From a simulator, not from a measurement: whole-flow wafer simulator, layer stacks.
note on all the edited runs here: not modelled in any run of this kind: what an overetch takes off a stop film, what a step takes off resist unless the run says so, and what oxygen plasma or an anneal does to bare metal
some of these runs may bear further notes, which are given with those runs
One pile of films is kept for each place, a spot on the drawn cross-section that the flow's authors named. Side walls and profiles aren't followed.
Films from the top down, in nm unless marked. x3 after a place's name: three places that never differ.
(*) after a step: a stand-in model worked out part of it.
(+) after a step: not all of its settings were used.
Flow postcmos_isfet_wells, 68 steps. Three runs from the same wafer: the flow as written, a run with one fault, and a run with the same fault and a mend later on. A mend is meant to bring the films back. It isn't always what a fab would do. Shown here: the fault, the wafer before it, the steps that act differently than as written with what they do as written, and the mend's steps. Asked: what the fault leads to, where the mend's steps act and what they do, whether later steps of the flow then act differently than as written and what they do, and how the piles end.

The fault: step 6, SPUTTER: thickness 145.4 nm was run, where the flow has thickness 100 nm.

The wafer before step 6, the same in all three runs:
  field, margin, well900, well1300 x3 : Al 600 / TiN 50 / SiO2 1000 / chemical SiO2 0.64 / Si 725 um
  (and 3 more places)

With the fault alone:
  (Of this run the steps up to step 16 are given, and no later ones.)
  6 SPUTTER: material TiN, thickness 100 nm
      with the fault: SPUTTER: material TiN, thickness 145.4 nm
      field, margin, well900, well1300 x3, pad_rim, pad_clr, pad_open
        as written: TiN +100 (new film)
        with the fault: TiN +145.4 (new film)
  Later steps of the flow that act differently than as written:
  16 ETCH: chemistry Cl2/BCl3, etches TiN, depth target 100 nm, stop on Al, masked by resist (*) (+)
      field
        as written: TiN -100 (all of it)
        with the fault: TiN -100
  After step 16 the piles differ from the flow's by more than 2% or 0.5 nm, whichever is larger, at field, margin, well900, well1300 x3, pad_rim, pad_clr, pad_open.
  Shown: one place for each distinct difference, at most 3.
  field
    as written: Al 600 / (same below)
    with the fault: TiN 45.4 / Al 600 / (same below)
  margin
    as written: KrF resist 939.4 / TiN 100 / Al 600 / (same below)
    with the fault: KrF resist 939.4 / TiN 145.4 / Al 600 / (same below)

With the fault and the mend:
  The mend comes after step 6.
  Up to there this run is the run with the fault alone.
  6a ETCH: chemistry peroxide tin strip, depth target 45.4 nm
      field, margin, well900, well1300 x3, pad_rim, pad_clr, pad_open
        TiN -45.4
  No later step of the flow acts differently than as written at any place that is followed.
  At the end the piles are the same as the flow's at every place that both follow.
